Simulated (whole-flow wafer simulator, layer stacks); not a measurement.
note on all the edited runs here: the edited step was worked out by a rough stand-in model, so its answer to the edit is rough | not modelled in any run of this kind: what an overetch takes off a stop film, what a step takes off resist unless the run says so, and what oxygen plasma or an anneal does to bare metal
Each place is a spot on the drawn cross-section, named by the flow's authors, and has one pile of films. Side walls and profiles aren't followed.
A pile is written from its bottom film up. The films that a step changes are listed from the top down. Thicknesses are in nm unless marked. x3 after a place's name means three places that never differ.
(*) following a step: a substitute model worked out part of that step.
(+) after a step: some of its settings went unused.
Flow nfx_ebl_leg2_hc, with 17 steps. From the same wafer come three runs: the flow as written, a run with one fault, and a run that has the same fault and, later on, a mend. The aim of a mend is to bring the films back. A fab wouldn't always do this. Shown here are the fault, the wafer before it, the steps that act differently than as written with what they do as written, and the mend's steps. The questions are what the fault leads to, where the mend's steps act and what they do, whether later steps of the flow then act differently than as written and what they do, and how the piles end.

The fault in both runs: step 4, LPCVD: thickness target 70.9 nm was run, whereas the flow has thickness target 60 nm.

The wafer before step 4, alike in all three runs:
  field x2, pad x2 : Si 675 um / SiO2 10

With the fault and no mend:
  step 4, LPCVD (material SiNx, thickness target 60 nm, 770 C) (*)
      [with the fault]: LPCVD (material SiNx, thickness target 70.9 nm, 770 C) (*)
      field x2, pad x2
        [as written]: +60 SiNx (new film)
        [with the fault]: +70.9 SiNx (new film)
  Steps further on in the flow that do not act as written:
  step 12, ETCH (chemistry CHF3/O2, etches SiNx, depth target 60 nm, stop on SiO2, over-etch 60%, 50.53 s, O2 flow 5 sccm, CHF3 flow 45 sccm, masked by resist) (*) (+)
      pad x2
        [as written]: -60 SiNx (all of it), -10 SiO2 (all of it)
        [with the fault]: -70.9 SiNx (all of it), -10 SiO2 (all of it)
  At field x2, the piles at the end differ from the flow's by more than 2% or 0.5 nm, whichever is larger.
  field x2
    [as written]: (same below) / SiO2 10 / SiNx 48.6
    [with the fault]: (same below) / SiO2 10 / SiNx 59.5

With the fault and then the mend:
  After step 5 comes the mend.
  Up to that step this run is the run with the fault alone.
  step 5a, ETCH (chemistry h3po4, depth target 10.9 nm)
      field x2, pad x2
        -10.9 SiNx
  Every later step of the flow that is run acts as written at every place that is followed.
  The piles end the same as the flow's at every place that both follow.
